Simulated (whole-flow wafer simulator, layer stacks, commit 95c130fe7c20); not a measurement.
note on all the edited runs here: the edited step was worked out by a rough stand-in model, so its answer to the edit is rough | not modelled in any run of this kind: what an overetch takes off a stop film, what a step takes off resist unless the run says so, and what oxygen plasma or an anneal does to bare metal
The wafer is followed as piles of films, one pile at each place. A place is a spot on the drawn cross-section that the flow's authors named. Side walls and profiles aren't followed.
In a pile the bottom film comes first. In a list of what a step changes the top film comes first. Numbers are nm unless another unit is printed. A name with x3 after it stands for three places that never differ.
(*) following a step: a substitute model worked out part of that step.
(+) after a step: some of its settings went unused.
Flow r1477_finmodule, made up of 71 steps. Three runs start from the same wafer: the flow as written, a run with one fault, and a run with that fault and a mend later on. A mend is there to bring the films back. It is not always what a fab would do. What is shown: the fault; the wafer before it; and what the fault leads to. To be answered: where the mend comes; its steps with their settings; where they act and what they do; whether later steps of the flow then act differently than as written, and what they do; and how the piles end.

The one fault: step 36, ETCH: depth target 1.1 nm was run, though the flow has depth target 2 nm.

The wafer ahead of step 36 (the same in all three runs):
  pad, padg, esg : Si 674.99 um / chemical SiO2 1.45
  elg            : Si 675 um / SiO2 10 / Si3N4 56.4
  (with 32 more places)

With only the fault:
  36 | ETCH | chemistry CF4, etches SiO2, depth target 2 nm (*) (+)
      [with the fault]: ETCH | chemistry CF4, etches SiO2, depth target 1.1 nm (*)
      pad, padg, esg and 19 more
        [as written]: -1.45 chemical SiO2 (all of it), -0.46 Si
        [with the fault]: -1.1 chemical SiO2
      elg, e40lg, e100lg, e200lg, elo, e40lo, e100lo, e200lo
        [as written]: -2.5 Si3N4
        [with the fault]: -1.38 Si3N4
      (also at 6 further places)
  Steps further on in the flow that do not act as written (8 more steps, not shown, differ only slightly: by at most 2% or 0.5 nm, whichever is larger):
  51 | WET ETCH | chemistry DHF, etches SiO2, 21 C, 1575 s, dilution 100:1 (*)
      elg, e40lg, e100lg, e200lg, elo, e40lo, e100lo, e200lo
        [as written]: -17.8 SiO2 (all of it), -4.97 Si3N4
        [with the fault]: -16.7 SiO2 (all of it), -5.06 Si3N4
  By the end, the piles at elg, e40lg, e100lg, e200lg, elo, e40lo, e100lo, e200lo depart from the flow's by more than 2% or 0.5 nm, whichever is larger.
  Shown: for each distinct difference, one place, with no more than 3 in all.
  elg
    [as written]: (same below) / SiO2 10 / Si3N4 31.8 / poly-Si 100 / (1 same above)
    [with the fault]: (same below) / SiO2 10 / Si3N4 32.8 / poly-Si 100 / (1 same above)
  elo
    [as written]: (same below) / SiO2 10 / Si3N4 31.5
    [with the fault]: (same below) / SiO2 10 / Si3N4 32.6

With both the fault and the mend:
  The mend follows step 36.
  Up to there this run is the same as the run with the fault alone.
  36a | ETCH | chemistry CF4, etches SiO2, depth target 0.9 nm (*) (+) (a further turn of the flow's step 36, with different settings)
      pad, padg, esg and 19 more
        -0.35 chemical SiO2 (all of it), -0.46 Si
      elg, e40lg, e100lg, e200lg, elo, e40lo, e100lo, e200lo
        -1.12 Si3N4
      s40sg_line, s45sg_line, s50sg_line, s40so_line, s45so_line, s50so_line
        -0.9 SiO2
  Later steps of the flow that are run all act as written at every place that is followed.
  The piles end the same as the flow's at every place that both follow.
